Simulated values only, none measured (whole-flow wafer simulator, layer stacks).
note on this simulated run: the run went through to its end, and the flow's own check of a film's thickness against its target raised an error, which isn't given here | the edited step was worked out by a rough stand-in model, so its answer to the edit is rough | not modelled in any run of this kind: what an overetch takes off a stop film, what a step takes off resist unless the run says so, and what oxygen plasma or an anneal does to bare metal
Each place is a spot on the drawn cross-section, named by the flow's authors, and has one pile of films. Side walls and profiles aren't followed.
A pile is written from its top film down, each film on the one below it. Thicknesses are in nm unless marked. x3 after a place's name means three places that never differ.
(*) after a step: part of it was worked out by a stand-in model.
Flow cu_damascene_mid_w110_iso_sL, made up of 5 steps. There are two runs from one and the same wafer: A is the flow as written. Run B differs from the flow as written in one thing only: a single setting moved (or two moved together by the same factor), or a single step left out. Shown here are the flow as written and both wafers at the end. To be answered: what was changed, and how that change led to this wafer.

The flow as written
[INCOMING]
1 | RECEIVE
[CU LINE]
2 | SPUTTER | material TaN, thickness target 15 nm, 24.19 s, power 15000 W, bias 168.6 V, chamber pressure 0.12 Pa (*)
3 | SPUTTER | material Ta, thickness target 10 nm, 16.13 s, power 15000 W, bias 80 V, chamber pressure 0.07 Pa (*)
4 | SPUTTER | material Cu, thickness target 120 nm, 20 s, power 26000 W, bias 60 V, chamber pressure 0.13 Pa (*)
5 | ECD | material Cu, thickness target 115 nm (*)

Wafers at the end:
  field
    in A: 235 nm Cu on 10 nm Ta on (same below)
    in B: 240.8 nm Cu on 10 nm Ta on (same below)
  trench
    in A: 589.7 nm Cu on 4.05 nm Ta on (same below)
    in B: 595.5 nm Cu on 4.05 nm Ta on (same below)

The reason: step 5, ECD: thickness target 120.8 nm was run, while the flow as written has thickness target 115 nm.

How this came from the change, step by step:
  5 | ECD | material Cu, thickness target 115 nm (*)
      field: A Cu gains 115 | B Cu gains 120.8
